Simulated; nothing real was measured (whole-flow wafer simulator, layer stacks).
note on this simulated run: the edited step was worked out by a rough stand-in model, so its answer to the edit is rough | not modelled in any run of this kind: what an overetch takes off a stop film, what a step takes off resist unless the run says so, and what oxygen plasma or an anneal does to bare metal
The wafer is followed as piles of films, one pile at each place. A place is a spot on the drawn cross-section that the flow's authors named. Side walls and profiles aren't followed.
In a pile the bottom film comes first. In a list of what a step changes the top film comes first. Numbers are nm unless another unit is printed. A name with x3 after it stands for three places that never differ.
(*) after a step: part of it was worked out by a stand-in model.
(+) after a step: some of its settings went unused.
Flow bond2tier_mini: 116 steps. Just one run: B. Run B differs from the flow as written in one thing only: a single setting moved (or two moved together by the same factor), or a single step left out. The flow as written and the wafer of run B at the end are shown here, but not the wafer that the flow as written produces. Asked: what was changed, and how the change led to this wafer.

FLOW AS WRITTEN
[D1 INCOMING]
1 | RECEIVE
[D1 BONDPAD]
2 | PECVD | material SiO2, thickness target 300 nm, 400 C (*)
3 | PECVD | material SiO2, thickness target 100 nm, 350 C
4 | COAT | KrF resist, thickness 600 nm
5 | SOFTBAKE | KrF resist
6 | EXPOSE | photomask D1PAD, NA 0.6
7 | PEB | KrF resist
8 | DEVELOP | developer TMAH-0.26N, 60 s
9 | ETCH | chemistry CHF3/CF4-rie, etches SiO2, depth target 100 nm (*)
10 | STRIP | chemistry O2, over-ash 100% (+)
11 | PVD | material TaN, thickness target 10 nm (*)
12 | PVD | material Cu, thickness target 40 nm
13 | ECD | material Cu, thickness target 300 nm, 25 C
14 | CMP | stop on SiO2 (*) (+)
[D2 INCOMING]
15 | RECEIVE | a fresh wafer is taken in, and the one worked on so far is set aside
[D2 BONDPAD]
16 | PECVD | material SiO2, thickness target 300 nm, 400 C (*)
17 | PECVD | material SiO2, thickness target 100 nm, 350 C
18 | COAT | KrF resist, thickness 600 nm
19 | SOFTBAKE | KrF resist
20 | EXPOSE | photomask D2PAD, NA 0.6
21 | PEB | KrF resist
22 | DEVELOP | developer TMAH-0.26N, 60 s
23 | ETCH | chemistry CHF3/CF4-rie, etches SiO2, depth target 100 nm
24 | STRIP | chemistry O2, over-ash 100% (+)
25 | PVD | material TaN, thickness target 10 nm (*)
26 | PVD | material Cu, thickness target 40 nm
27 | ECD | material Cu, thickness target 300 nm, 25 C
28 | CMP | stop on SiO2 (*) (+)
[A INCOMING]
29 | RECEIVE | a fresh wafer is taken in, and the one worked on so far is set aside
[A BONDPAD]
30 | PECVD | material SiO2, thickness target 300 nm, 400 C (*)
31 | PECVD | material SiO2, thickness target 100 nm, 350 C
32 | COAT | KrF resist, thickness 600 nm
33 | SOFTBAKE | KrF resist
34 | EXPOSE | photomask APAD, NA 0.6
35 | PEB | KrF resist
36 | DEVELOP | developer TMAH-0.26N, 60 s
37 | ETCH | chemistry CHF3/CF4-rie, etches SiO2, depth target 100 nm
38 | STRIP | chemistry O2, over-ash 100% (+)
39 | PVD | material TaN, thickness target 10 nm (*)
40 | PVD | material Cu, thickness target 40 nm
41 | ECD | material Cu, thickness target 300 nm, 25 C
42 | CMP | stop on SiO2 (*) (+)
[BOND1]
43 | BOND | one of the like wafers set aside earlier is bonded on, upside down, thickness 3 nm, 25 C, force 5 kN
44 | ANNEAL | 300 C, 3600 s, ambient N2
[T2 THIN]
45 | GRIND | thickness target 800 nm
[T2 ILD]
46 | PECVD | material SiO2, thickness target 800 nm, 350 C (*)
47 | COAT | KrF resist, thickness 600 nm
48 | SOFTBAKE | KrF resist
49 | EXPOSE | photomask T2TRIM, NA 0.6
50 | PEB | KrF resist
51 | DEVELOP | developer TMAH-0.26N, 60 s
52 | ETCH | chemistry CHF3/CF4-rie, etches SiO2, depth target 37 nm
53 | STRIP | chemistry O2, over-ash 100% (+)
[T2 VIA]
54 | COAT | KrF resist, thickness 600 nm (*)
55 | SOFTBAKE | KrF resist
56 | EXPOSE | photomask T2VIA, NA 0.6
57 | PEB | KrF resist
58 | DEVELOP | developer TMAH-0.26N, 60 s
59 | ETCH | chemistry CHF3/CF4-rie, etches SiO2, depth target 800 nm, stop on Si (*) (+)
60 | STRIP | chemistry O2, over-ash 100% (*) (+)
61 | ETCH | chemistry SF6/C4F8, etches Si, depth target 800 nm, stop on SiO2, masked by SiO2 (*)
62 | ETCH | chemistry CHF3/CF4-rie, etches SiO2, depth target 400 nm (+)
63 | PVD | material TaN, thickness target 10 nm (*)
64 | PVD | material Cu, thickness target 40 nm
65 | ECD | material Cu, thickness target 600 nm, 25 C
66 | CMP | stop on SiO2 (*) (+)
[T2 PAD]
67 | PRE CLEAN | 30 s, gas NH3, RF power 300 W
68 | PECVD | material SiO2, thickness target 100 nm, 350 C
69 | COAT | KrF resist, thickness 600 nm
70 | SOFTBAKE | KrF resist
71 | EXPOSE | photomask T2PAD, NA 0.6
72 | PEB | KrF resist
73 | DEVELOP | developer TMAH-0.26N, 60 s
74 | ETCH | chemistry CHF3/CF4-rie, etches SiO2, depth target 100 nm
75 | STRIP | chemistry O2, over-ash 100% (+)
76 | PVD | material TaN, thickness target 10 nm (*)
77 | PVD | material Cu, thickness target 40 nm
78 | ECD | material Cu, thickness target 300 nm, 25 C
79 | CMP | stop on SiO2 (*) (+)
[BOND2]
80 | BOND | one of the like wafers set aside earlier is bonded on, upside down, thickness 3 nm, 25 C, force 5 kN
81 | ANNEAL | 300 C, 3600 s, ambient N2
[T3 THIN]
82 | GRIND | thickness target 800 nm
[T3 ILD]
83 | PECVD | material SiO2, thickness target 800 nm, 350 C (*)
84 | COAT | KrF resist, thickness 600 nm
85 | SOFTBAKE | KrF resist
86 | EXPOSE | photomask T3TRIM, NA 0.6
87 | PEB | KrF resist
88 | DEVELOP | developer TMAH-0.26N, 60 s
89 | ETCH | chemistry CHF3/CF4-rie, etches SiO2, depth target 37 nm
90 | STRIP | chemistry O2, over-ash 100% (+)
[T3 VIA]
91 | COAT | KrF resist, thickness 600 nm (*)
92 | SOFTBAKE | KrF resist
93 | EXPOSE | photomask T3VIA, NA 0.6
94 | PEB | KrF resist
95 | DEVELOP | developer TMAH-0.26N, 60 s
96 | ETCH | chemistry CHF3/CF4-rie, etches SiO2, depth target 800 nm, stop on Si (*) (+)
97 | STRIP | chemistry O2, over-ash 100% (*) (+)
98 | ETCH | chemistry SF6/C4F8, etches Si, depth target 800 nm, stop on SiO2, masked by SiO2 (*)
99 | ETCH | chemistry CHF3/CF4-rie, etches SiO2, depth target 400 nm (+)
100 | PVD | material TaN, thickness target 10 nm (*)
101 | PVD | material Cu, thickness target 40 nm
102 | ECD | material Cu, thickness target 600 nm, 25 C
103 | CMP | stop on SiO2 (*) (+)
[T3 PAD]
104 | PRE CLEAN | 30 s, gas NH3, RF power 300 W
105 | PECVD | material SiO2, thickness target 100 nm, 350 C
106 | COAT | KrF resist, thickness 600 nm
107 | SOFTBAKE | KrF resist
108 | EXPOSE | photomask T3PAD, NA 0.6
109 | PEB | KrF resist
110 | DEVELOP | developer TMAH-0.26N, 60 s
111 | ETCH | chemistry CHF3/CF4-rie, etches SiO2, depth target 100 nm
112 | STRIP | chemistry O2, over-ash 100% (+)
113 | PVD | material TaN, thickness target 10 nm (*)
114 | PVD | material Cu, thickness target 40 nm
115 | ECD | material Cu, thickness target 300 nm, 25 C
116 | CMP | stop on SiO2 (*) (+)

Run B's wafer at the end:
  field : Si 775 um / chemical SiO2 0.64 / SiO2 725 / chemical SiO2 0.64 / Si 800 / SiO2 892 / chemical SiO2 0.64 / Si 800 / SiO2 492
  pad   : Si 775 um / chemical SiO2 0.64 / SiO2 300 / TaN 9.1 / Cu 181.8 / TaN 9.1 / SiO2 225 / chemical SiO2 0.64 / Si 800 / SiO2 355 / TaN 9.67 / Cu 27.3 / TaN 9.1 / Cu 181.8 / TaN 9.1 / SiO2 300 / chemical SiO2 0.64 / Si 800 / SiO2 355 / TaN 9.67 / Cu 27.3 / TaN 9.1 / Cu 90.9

What caused this: step 2, PECVD: thickness target 225 nm was run, whereas the flow has thickness target 300 nm.
The wafer itself shows it: pad has SiO2 225, and step 2 as written asks for 300 nm.

How this came from the change, step by step:
  2 | PECVD | material SiO2, thickness target 300 nm, 400 C (*)
      field, pad, via: SiO2 gains 225 (new film) (as written it would have been: SiO2 gains 300 (new film))
  43 | BOND | one of the like wafers set aside earlier is bonded on, upside down, thickness 3 nm, 25 C, force 5 kN
      field: Si gains 775 um (new film), chemical SiO2 gains 0.64 (new film), SiO2 gains 325 (as written it would have been: Si gains 775 um (new film), chemical SiO2 gains 0.64 (new film), SiO2 gains 400)
      pad: Si gains 775 um (new film), chemical SiO2 gains 0.64 (new film), SiO2 gains 225 (new film), TaN gains 9.1 (new film), Cu gains 90.9 (as written it would have been: Si gains 775 um (new film), chemical SiO2 gains 0.64 (new film), SiO2 gains 300 (new film), TaN gains 9.1 (new film), Cu gains 90.9)
      (as well as at 1 more place)
